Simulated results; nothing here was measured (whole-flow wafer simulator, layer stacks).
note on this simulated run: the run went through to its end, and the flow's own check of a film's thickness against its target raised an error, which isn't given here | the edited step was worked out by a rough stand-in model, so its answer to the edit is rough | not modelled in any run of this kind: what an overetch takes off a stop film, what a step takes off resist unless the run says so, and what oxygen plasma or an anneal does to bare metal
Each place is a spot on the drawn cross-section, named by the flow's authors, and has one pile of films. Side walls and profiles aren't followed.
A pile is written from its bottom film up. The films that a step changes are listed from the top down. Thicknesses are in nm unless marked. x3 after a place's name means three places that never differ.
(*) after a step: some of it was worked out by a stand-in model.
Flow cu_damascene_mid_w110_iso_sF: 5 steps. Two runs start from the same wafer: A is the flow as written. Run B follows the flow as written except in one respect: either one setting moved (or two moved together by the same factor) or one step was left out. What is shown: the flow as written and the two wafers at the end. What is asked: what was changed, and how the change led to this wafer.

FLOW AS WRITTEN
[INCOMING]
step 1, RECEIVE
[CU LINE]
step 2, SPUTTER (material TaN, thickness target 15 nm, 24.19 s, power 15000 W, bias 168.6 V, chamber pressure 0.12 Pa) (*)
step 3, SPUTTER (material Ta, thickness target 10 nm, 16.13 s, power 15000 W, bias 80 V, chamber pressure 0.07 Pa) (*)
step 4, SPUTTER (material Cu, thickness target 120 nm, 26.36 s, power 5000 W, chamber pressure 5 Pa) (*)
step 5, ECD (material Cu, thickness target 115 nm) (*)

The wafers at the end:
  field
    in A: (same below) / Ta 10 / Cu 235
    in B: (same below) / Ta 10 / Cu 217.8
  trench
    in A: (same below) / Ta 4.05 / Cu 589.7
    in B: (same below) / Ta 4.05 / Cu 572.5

Cause: step 5, ECD: thickness target 97.8 nm was run, though the flow has thickness target 115 nm.

How this came from the change, step by step:
  step 5, ECD (material Cu, thickness target 115 nm) (*)
      field: A +115 Cu | B +97.8 Cu
      trench: A +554 Cu | B +536.8 Cu
